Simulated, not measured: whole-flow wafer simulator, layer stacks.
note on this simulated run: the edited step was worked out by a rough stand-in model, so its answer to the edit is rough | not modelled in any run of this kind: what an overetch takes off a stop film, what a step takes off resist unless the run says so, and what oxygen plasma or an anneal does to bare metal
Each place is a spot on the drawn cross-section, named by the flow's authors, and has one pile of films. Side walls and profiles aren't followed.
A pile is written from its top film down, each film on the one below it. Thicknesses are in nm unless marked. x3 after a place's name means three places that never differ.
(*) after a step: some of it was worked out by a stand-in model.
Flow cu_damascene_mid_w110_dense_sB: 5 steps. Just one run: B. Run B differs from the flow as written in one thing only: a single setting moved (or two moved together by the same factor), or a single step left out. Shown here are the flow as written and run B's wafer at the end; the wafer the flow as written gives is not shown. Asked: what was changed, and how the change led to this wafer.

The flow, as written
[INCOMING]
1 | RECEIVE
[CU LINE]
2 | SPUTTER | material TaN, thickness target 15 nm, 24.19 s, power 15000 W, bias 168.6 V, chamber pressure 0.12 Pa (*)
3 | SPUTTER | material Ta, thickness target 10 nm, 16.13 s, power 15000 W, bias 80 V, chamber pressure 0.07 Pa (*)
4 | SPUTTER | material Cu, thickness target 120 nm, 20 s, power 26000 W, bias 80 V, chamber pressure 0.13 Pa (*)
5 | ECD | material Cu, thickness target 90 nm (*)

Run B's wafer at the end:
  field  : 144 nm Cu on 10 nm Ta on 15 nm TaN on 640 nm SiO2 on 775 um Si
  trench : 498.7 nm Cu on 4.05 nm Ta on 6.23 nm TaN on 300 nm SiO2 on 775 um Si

Cause: step 4, SPUTTER: thickness target 54 nm was run, while the flow as written has thickness target 120 nm; step 4, SPUTTER: 9 s was run, where the flow has 20 s.

How this came from the change, step by step:
  4 | SPUTTER | material Cu, thickness target 120 nm, 20 s, power 26000 W, bias 80 V, chamber pressure 0.13 Pa (*)
      field: +54 Cu (new film) (as written it would have been: +120 Cu (new film))
      trench: +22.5 Cu (new film) (as written it would have been: +49.9 Cu (new film))
  5 | ECD | material Cu, thickness target 90 nm (*)
      trench: +476.3 Cu (as written it would have been: +514.8 Cu)
